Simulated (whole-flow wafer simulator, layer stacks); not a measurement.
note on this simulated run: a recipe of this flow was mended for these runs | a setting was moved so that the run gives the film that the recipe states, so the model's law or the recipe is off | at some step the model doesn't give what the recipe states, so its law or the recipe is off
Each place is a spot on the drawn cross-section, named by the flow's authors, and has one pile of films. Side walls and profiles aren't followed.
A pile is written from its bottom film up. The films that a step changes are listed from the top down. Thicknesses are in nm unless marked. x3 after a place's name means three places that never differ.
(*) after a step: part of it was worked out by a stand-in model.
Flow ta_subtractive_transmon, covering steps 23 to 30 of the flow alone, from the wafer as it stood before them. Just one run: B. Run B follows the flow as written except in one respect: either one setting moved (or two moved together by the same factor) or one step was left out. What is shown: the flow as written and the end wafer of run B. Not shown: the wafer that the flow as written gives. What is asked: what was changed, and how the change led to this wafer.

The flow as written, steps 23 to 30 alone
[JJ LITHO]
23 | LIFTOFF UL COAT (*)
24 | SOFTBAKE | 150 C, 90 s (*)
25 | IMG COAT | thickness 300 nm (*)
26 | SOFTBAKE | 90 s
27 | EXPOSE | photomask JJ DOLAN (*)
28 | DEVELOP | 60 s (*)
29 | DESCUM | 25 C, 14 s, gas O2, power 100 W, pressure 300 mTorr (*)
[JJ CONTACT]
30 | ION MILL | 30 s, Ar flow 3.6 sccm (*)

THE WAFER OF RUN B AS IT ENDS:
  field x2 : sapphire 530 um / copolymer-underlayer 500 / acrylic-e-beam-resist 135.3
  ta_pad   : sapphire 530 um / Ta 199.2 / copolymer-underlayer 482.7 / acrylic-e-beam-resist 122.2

The reason: step 25, IMG COAT: thickness 167 nm was run, whereas the flow has thickness 300 nm.

The path from the change to this, step by step:
  25 | IMG COAT | thickness 300 nm (*)
      field x2, jj_line: +167 acrylic-e-beam-resist (new film) (as written it would have been: +300 acrylic-e-beam-resist (new film))
      lead: +175.6 acrylic-e-beam-resist (new film) (as written it would have been: +312.5 acrylic-e-beam-resist (new film))
      (and at 2 other places as well)
  28 | DEVELOP | 60 s (*)
      jj_line: -167 acrylic-e-beam-resist (all of it), -500 copolymer-underlayer (all of it) (as written it would have been: -300 acrylic-e-beam-resist (all of it), -500 copolymer-underlayer (all of it))
      lead: -175.6 acrylic-e-beam-resist (all of it), -554.7 copolymer-underlayer (all of it) (as written it would have been: -312.5 acrylic-e-beam-resist (all of it), -554.7 copolymer-underlayer (all of it))
      (and at 1 other place as well)
